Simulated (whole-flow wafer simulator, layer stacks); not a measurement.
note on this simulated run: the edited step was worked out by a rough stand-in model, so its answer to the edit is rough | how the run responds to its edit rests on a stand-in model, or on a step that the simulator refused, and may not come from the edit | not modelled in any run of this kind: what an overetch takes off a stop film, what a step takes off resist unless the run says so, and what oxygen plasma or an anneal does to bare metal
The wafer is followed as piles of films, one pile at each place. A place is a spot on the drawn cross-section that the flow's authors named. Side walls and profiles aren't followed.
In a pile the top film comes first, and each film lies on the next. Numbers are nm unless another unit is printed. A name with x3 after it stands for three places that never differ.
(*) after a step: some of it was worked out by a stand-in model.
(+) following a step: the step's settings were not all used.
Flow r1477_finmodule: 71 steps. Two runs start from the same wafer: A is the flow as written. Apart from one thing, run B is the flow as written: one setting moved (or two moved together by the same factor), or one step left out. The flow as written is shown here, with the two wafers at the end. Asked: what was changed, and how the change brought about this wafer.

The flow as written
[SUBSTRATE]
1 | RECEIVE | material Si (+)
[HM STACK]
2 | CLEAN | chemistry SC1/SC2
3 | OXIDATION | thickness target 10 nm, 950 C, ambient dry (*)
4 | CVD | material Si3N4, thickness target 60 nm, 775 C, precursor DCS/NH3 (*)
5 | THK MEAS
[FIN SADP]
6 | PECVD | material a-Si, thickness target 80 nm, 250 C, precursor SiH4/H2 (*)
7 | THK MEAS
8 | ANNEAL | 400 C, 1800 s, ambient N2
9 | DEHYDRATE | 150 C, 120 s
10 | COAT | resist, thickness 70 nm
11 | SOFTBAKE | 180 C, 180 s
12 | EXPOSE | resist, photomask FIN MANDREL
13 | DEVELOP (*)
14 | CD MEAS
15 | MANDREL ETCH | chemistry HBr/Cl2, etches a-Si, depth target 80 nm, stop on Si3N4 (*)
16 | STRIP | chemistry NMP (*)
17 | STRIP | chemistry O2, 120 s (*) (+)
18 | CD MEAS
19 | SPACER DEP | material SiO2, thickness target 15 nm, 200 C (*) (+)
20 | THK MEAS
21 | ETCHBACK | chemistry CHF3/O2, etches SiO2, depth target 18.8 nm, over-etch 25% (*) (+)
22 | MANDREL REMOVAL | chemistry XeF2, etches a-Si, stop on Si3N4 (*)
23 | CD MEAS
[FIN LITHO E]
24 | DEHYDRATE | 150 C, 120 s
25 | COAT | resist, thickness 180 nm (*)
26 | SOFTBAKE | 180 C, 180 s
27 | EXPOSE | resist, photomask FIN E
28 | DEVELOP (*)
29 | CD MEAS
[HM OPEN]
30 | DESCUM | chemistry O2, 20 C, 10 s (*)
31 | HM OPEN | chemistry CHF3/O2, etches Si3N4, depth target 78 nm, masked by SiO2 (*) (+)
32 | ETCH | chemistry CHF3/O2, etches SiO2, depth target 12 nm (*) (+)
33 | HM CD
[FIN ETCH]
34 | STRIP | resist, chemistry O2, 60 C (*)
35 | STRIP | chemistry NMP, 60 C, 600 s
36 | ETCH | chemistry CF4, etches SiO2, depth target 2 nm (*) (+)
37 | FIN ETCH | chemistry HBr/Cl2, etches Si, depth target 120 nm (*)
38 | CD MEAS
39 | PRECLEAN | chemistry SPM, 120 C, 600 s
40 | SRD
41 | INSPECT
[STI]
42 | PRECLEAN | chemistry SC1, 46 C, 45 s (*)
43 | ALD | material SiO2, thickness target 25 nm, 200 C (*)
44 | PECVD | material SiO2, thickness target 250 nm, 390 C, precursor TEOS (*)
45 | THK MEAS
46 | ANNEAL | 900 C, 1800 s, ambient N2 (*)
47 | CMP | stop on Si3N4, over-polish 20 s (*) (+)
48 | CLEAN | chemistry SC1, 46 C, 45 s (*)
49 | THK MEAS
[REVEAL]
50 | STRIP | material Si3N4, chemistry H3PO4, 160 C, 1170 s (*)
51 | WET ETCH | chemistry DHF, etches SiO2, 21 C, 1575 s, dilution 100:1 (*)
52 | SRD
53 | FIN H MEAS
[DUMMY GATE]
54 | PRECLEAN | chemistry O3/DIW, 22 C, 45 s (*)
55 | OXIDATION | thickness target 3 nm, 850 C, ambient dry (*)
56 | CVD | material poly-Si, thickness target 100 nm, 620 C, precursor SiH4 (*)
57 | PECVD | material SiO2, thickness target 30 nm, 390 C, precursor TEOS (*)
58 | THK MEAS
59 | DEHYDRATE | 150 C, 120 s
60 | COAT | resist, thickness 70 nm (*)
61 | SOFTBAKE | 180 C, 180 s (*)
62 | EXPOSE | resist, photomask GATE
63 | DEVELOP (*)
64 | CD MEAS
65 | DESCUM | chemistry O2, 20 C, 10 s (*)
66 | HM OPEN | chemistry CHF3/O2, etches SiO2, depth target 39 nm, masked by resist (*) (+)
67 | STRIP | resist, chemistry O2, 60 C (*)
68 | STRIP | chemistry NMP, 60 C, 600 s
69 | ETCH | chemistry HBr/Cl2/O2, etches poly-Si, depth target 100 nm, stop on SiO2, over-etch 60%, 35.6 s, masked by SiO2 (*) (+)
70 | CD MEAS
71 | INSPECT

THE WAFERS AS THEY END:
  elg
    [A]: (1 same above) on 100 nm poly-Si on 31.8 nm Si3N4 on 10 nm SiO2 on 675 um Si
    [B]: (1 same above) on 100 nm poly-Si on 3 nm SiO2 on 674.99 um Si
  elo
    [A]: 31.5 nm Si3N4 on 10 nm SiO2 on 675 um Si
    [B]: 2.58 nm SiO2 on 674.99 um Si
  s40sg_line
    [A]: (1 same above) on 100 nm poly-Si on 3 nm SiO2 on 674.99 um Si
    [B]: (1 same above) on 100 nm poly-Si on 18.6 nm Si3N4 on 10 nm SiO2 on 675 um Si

The reason: step 6, PECVD: thickness target 34 nm was run, while the flow as written has thickness target 80 nm.

The path from the change to this, step by step:
  6 | PECVD | material a-Si, thickness target 80 nm, 250 C, precursor SiH4/H2 (*)
      pad, padg, elg and 33 more: A +80 a-Si (new film) | B +34 a-Si (new film)
  15 | MANDREL ETCH | chemistry HBr/Cl2, etches a-Si, depth target 80 nm, stop on Si3N4 (*)
      pad, padg, elg and 27 more: A -80 a-Si (all of it) | B -34 a-Si (all of it)
      s40cg, s45cg, s50cg, s40co, s45co, s50co: A -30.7 resist | B -19.5 resist
  16 | STRIP | chemistry NMP (*)
      s40cg, s45cg, s50cg, s40co, s45co, s50co: A -39.3 resist (all of it) | B -50.5 resist (all of it)
  21 | ETCHBACK | chemistry CHF3/O2, etches SiO2, depth target 18.8 nm, over-etch 25% (*) (+)
      s40sg_line, s45sg_line, s50sg_line, s40so_line, s45so_line, s50so_line: A +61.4 SiO2 | B +15.4 SiO2
  22 | MANDREL REMOVAL | chemistry XeF2, etches a-Si, stop on Si3N4 (*)
      s40cg, s45cg, s50cg, s40co, s45co, s50co: A -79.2 a-Si (all of it) | B -33.2 a-Si (all of it)
  25 | COAT | resist, thickness 180 nm (*)
      s40cg, s40co: A +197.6 resist (new film) | B +186.1 resist (new film)
      s40sg, s40so: A +201.2 resist (new film) | B +189.7 resist (new film)
      (also at 14 further places)
  28 | DEVELOP (*)
      s40cg, s40co: A -197.6 resist (all of it) | B -186.1 resist (all of it)
      s40sg, s40so: A -201.2 resist (all of it) | B -189.7 resist (all of it)
      (also at 14 further places)
  31 | HM OPEN | chemistry CHF3/O2, etches Si3N4, depth target 78 nm, masked by SiO2 (*) (+)
      s40sg_line, s45sg_line, s50sg_line, s40so_line, s45so_line, s50so_line: A -39 SiO2 | B -30.4 SiO2 (all of it), -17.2 Si3N4
  32 | ETCH | chemistry CHF3/O2, etches SiO2, depth target 12 nm (*) (+)
      s40sg_line, s45sg_line, s50sg_line, s40so_line, s45so_line, s50so_line: A -12 SiO2 | B -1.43 Si3N4
      pad, padg, e40sg and 11 more: A -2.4 Si | B -0.3 Si
      (also at 16 further places)
  34 | STRIP | resist, chemistry O2, 60 C (*)
      elg, e40lg, e100lg, e200lg, elo, e40lo, e100lo, e200lo: A -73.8 resist (all of it) | B -83.8 resist (all of it)
  36 | ETCH | chemistry CF4, etches SiO2, depth target 2 nm (*) (+)
      elg, e40lg, e100lg, e200lg, elo, e40lo, e100lo, e200lo: A -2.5 Si3N4 | B nothing
      s40sg_line, s45sg_line, s50sg_line, s40so_line, s45so_line, s50so_line: A -2 SiO2 | B nothing
  37 | FIN ETCH | chemistry HBr/Cl2, etches Si, depth target 120 nm (*)
      s40sg_line, s45sg_line, s50sg_line, s40so_line, s45so_line, s50so_line: A -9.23 SiO2 | B -17.1 Si3N4
  43 | ALD | material SiO2, thickness target 25 nm, 200 C (*)
      s40sg_line, s45sg_line, s50sg_line, s40so_line, s45so_line, s50so_line: A +25 SiO2 | B +25 SiO2 (new film)
      s40cg, s45cg, s50cg, s40co, s45co, s50co: A +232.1 SiO2 (new film) | B +180.1 SiO2 (new film)
  47 | CMP | stop on Si3N4, over-polish 20 s (*) (+)
      elg, e40lg, e100lg, e200lg, elo, e40lo, e100lo, e200lo: A -241.6 SiO2 | B -263.8 SiO2 (all of it), -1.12 Si3N4
      s40sg_line, s45sg_line, s50sg_line, s40so_line, s45so_line, s50so_line: A -277.9 SiO2 (all of it), -1.12 Si3N4 | B -249.9 SiO2
      (also at 22 further places)
  50 | STRIP | material Si3N4, chemistry H3PO4, 160 C, 1170 s (*)
      elg, e40lg, e100lg, e200lg, elo, e40lo, e100lo, e200lo: A -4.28 SiO2 | B -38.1 Si3N4 (all of it), -2.02 SiO2
      s40sg_line, s45sg_line, s50sg_line, s40so_line, s45so_line, s50so_line: A -58.9 Si3N4 (all of it), -1.37 SiO2 | B -4.28 SiO2
  51 | WET ETCH | chemistry DHF, etches SiO2, 21 C, 1575 s, dilution 100:1 (*)
      elg, e40lg, e100lg, e200lg, elo, e40lo, e100lo, e200lo: A -17.8 SiO2 (all of it), -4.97 Si3N4 | B -7.98 SiO2 (all of it)
      s40sg_line, s45sg_line, s50sg_line, s40so_line, s45so_line, s50so_line: A -8.63 SiO2 (all of it) | B -9.59 SiO2 (all of it), -5.64 Si3N4
  ... 6 other steps ...
  69 | ETCH | chemistry HBr/Cl2/O2, etches poly-Si, depth target 100 nm, stop on SiO2, over-etch 60%, 35.6 s, masked by SiO2 (*) (+)
      s40co: A -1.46 chemical SiO2 (all of it), -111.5 poly-Si (all of it), -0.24 SiO2 | B -1.49 chemical SiO2 (all of it), -160 poly-Si
      s45co: A -1.46 chemical SiO2 (all of it), -110.9 poly-Si (all of it), -0.25 SiO2 | B -1.49 chemical SiO2 (all of it), -160 poly-Si
      (also at 1 further place)
